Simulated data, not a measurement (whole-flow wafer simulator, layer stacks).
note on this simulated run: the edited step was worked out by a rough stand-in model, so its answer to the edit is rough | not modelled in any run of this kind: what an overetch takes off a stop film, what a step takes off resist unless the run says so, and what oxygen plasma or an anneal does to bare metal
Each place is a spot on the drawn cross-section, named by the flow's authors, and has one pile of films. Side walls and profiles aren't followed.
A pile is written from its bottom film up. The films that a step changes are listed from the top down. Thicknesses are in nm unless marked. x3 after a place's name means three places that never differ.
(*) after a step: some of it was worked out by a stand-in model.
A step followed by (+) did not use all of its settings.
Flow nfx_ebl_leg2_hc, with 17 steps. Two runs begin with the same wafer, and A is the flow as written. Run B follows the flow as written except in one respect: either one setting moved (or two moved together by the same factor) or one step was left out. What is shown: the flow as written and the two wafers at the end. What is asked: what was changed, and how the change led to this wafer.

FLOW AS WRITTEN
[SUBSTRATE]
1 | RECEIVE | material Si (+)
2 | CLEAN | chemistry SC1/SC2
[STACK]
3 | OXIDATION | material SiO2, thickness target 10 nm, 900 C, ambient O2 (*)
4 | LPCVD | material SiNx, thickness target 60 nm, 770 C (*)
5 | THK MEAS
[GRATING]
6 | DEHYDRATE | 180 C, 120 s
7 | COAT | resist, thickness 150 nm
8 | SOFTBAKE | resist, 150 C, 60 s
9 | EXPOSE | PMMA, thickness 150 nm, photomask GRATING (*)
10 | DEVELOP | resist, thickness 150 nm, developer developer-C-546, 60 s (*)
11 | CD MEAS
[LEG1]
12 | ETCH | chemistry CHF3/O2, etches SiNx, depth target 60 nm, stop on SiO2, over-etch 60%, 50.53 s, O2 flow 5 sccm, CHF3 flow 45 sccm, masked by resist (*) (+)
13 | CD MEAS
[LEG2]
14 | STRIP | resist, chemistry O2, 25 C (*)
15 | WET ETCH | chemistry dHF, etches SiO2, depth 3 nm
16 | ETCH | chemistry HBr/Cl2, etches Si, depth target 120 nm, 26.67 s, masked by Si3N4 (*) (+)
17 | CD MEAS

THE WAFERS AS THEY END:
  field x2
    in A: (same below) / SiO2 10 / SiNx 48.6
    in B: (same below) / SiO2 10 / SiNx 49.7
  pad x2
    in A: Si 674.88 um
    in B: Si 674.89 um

Cause: step 16, ETCH: depth target 108 nm was run, though the flow has depth target 120 nm; step 16, ETCH: 24 s was run, where the flow has 26.67 s.

The path from the change to this, step by step:
  16 | ETCH | chemistry HBr/Cl2, etches Si, depth target 120 nm, 26.67 s, masked by Si3N4 (*) (+)
      field x2: A SiNx loses 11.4 | B SiNx loses 10.3
      pad x2: A Si loses 120 | B Si loses 108
